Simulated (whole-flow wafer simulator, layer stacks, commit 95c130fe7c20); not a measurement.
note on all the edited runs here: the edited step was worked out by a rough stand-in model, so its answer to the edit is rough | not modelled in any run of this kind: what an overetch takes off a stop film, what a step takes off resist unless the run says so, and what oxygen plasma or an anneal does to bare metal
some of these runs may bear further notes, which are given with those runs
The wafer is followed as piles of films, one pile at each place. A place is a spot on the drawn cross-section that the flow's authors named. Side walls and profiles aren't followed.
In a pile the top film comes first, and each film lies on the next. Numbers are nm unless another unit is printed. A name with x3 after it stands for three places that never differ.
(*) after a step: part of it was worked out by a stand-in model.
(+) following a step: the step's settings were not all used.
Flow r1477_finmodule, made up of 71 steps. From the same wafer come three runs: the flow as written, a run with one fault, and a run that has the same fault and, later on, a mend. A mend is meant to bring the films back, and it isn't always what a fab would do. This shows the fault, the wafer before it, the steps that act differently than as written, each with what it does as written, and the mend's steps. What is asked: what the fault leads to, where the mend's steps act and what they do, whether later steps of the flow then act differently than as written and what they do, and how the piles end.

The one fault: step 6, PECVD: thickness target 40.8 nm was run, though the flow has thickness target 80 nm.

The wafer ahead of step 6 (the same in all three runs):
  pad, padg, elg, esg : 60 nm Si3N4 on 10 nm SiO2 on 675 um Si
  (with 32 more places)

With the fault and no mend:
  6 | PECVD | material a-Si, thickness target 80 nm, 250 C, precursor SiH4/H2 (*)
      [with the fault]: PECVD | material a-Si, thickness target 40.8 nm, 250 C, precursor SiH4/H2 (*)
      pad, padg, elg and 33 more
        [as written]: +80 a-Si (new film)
        [with the fault]: +40.8 a-Si (new film)
  Later steps of the flow acting differently than as written (2 other steps are not shown; they differ only slightly, by no more than 2% or 0.5 nm, whichever is larger):
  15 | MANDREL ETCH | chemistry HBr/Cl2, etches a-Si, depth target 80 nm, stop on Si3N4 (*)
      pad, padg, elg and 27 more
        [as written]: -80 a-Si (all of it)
        [with the fault]: -40.8 a-Si (all of it)
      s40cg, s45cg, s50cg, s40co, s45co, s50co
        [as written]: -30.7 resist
        [with the fault]: -23.5 resist
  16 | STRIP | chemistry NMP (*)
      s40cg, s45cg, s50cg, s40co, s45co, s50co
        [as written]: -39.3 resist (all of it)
        [with the fault]: -46.5 resist (all of it)
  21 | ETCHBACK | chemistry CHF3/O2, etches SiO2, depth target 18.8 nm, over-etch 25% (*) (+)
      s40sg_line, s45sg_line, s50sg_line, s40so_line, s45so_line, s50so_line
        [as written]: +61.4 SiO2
        [with the fault]: +22.2 SiO2
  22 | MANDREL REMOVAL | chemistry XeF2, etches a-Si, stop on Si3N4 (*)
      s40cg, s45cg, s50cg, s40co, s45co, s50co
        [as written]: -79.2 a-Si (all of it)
        [with the fault]: -40 a-Si (all of it)
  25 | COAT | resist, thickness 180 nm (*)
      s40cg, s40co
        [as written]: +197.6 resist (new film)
        [with the fault]: +187.8 resist (new film)
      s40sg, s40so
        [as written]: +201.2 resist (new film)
        [with the fault]: +191.4 resist (new film)
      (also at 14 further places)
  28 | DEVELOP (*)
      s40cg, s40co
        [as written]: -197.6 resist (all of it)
        [with the fault]: -187.8 resist (all of it)
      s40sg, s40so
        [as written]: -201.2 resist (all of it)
        [with the fault]: -191.4 resist (all of it)
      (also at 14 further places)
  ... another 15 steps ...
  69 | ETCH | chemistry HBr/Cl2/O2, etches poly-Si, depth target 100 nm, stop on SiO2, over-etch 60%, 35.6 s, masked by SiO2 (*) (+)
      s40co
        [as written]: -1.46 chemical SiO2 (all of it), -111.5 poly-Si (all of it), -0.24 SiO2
        [with the fault]: -1.37 chemical SiO2 (all of it), -135.7 poly-Si (all of it), -0.12 SiO2
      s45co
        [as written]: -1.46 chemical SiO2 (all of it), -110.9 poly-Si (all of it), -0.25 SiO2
        [with the fault]: -1.37 chemical SiO2 (all of it), -135.7 poly-Si (all of it), -0.12 SiO2
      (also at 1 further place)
  At pad, padg, elg and 27 more, the piles at the end differ from the flow's by more than 2% or 0.5 nm, whichever is larger.
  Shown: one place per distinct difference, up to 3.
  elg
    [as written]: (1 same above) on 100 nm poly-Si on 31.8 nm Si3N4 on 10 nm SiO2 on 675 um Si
    [with the fault]: (1 same above) on 100 nm poly-Si on 3 nm SiO2 on 674.99 um Si
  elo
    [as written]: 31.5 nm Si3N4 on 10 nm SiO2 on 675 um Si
    [with the fault]: 2.58 nm SiO2 on 674.99 um Si
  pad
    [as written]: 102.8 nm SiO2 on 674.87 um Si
    [with the fault]: 80 nm SiO2 on 674.87 um Si

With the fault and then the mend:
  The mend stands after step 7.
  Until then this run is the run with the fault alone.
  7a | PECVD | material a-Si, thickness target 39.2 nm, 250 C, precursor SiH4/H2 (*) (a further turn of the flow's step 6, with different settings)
      pad, padg, elg and 33 more
        +39.2 a-Si
  None of the later steps of the flow acts differently than as written at any place that is followed.
  At every place that both follow, the piles at the end match the flow's.
